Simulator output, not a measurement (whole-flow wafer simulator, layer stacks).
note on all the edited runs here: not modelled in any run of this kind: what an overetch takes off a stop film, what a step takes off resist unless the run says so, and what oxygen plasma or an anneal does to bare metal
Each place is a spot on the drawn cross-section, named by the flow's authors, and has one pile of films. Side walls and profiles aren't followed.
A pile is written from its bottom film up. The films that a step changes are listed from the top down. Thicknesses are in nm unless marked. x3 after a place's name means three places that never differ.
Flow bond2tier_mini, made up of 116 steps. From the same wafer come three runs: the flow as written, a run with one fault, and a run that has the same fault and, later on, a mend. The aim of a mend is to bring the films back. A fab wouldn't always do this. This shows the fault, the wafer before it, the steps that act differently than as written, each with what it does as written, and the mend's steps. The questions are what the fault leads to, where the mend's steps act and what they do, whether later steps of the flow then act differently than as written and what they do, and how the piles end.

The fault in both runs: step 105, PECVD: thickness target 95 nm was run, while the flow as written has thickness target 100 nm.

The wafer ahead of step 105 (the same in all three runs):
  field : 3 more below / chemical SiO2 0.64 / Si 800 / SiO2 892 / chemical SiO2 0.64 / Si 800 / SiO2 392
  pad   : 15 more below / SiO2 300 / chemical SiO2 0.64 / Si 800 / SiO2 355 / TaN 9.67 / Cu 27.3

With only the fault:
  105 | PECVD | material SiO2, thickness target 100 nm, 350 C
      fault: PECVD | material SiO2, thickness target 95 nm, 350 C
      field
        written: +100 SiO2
        fault: +95 SiO2
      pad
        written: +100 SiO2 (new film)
        fault: +95 SiO2 (new film)
  Steps later in the flow that act otherwise than as written (3 more steps, not shown, differ only slightly: by at most 2% or 0.5 nm, whichever is larger):
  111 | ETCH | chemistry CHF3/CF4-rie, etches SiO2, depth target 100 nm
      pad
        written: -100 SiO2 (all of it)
        fault: -95 SiO2 (all of it), -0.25 Cu
  At pad, the piles at the end differ from the flow's by more than 2% or 0.5 nm, whichever is larger.
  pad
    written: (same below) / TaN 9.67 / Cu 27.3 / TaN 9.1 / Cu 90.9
    fault: (same below) / TaN 9.67 / Cu 27.1 / TaN 9.19 / Cu 86.1

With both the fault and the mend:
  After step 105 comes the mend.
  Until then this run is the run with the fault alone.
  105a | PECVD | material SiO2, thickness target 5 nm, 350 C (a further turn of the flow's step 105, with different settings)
      field, pad
        +5 SiO2
  Every later step of the flow that is run acts as written at every place that is followed.
  The piles end the same as the flow's at every place that both follow.
